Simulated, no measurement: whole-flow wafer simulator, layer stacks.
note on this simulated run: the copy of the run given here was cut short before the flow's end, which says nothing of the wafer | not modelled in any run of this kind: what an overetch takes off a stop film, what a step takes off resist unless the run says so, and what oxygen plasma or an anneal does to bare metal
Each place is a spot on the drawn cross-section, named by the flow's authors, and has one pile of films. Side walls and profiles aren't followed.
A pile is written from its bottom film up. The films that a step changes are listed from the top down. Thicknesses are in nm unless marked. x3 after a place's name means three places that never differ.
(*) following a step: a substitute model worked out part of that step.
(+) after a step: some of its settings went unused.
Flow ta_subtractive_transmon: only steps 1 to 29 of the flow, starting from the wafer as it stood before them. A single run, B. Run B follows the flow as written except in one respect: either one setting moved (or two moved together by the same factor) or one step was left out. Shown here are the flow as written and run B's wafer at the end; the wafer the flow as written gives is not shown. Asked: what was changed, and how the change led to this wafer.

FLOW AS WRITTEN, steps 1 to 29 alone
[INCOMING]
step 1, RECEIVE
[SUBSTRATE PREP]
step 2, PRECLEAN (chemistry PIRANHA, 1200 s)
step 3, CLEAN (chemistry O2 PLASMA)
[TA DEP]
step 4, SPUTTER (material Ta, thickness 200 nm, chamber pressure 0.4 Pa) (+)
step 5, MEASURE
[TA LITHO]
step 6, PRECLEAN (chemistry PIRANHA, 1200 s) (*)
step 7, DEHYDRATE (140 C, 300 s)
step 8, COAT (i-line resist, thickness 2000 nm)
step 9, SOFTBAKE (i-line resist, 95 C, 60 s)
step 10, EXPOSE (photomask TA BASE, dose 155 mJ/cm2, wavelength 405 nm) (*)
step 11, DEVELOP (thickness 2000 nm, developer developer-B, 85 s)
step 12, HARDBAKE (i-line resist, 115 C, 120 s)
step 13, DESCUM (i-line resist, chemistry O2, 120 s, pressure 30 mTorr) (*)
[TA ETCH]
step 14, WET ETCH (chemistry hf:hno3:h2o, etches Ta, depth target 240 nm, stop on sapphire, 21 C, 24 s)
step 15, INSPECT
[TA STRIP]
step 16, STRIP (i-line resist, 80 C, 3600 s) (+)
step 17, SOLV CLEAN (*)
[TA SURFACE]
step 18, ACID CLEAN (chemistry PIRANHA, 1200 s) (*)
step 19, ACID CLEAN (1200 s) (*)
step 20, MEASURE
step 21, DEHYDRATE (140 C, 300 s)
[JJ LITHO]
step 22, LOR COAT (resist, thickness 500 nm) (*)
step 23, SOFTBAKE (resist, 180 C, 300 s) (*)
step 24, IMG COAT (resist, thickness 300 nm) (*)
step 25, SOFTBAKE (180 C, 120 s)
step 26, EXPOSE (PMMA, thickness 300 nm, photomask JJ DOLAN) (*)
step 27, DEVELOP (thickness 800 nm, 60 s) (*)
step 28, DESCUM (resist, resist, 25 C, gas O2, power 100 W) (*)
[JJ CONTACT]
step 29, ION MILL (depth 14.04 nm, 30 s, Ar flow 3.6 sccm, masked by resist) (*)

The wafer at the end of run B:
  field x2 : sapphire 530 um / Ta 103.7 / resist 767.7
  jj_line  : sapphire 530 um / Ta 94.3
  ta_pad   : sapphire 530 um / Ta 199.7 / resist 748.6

The reason: step 14, WET ETCH: 9.6 s was run, though the flow has 24 s.

Step by step, how the change led to this:
  step 14, WET ETCH (chemistry hf:hno3:h2o, etches Ta, depth target 240 nm, stop on sapphire, 21 C, 24 s)
      field x2, jj_line, lead: -96 Ta (it would be, as written: -200 Ta (all of it))
  step 22, LOR COAT (resist, thickness 500 nm) (*)
      lead: +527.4 resist (new film) (it would be, as written: +554.8 resist (new film))
      ta_contact: +471.7 resist (new film) (it would be, as written: +443.8 resist (new film))
  step 24, IMG COAT (resist, thickness 300 nm) (*)
      lead: +306 resist (it would be, as written: +312.6 resist)
      ta_contact: +294.1 resist (it would be, as written: +287.4 resist)
      (as well as at 1 more place)
  step 27, DEVELOP (thickness 800 nm, 60 s) (*)
      lead: -833.4 resist (all of it) (it would be, as written: -867.4 resist (all of it))
      ta_contact: -765.8 resist (all of it) (it would be, as written: -731.2 resist (all of it))
  step 29, ION MILL (depth 14.04 nm, 30 s, Ar flow 3.6 sccm, masked by resist) (*)
      jj_line, lead: -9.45 Ta (it would be, as written: -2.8 sapphire)
If metal films that touch count as one body, field x2 has 1 body; the flow as written gives 0 bodies.
If metal films that touch count as one body, jj_line has 1 body; the flow as written gives 0 bodies.
